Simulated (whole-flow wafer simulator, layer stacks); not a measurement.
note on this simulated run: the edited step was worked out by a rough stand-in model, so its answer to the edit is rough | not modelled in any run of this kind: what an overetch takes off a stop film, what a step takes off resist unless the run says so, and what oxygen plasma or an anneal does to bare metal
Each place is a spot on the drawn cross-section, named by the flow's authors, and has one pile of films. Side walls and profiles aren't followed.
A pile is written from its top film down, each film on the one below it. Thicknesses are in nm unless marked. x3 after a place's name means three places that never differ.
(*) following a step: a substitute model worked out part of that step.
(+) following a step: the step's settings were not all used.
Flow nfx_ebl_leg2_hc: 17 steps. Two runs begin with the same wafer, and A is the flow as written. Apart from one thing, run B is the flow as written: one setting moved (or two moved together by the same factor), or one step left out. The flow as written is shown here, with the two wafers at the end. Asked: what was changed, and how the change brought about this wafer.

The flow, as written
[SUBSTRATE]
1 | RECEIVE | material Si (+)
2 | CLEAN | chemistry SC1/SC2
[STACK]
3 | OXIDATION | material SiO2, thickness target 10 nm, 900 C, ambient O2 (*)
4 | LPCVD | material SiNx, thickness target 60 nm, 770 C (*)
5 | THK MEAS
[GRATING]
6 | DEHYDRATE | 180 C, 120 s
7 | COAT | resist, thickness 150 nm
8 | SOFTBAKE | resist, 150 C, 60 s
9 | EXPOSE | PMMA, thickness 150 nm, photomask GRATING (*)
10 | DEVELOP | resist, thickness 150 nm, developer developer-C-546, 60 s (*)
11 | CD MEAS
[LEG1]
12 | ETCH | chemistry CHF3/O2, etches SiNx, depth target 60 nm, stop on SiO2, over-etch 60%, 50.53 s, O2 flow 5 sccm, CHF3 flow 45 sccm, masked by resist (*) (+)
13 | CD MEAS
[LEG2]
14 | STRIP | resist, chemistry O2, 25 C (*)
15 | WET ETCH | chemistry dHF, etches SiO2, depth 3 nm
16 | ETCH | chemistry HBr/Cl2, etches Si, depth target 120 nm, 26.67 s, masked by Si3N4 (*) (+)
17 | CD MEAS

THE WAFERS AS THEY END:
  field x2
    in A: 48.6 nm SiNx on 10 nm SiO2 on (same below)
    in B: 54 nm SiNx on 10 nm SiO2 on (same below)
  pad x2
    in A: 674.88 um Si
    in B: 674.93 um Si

What caused this: step 16, ETCH: depth target 63 nm was run, whereas the flow has depth target 120 nm; step 16, ETCH: 14 s was run, where the flow has 26.67 s.

Step by step, how the change led to this:
  16 | ETCH | chemistry HBr/Cl2, etches Si, depth target 120 nm, 26.67 s, masked by Si3N4 (*) (+)
      field x2: A SiNx loses 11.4 | B SiNx loses 6
      pad x2: A Si loses 120 | B Si loses 63
